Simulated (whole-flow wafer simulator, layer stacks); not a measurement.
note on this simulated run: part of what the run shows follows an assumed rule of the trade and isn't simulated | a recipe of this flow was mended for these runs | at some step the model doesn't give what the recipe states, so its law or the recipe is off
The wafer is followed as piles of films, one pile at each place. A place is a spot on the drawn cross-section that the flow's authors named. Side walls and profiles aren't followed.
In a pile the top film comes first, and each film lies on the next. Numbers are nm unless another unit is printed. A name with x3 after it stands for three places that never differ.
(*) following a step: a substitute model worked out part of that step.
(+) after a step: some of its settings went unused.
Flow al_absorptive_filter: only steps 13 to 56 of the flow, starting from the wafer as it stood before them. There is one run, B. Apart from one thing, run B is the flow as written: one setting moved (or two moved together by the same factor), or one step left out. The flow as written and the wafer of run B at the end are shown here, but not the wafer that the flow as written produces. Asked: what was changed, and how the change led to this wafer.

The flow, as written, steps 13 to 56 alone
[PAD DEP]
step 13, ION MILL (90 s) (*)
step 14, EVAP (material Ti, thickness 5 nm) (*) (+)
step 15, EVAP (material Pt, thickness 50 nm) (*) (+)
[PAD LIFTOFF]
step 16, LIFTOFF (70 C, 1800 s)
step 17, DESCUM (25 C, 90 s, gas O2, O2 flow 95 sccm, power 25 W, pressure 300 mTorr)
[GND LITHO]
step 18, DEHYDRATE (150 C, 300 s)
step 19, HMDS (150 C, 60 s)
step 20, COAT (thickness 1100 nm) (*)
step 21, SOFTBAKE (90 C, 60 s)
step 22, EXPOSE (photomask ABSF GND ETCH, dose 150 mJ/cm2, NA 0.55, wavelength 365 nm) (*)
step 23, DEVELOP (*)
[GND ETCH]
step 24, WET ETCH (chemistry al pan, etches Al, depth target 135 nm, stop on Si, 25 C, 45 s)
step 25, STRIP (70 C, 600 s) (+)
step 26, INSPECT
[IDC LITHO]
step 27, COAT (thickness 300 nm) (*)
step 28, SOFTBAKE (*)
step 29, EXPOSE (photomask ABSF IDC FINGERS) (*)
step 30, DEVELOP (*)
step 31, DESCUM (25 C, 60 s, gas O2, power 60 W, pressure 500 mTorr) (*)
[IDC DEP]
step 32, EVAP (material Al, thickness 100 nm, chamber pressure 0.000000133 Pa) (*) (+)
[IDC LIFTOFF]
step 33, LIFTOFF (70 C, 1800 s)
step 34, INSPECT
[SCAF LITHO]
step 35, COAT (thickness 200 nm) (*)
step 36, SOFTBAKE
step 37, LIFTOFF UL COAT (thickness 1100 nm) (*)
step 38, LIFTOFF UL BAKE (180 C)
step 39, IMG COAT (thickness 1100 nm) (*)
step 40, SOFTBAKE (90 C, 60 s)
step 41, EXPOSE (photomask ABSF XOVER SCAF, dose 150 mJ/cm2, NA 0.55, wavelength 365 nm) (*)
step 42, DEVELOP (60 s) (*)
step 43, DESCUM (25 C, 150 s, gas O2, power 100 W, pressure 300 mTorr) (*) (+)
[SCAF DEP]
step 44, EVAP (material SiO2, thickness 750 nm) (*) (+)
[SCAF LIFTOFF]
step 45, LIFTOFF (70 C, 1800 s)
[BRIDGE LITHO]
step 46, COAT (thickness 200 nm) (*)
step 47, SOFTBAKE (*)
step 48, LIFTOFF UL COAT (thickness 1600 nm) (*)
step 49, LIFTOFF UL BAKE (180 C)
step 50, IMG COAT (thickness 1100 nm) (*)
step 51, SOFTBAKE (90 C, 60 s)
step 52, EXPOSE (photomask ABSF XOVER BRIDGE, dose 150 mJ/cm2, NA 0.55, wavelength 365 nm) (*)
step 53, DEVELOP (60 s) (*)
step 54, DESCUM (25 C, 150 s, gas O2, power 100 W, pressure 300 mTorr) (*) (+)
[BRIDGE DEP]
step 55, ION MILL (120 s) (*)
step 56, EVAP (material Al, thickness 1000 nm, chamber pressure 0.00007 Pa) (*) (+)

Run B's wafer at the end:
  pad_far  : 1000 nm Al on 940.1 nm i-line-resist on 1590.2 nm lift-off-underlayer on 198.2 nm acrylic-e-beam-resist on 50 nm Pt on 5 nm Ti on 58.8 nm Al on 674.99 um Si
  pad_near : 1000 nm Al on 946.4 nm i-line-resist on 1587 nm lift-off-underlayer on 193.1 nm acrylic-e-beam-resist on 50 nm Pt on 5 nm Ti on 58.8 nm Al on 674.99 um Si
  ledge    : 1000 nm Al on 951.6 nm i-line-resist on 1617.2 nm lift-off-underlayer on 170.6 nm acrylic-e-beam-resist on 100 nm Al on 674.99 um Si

The reason: step 13, ION MILL: 83 s was run, whereas the flow has 90 s.

The path from the change to this, step by step:
  step 13, ION MILL (90 s) (*)
      gnd, ledge, res and 9 more: i-line-resist loses 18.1 (as written it would have been: i-line-resist loses 19.6)
      pad_far, pad_near: Al loses 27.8 (as written it would have been: Al loses 30.2)
